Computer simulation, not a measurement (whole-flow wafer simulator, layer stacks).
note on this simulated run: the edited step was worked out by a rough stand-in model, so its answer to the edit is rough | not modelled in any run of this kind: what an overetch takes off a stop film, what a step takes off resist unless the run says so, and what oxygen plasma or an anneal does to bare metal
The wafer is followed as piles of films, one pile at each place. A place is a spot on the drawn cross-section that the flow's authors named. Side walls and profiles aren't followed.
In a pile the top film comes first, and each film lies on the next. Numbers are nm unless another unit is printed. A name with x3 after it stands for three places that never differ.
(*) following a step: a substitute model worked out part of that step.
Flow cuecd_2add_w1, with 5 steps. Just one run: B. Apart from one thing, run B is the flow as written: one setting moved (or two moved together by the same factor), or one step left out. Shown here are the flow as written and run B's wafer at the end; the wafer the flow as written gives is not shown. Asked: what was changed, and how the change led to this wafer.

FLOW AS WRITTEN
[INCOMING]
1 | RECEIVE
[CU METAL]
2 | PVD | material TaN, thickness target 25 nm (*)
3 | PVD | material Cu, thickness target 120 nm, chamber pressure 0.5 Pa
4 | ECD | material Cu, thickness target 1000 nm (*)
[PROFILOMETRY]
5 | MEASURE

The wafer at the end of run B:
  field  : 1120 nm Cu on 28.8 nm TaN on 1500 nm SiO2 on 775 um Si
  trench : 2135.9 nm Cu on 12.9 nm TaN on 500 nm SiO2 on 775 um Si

What caused this: step 2, PVD: thickness target 28.8 nm was run, though the flow has thickness target 25 nm.
The wafer lets one read it off: field has TaN 28.8, and step 2 as written asks for 25 nm.

How this came from the change, step by step:
  2 | PVD | material TaN, thickness target 25 nm (*)
      field: TaN gains 28.8 (new film) (it would be, as written: TaN gains 25 (new film))
      trench: TaN gains 12.9 (new film) (it would be, as written: TaN gains 11.2 (new film))
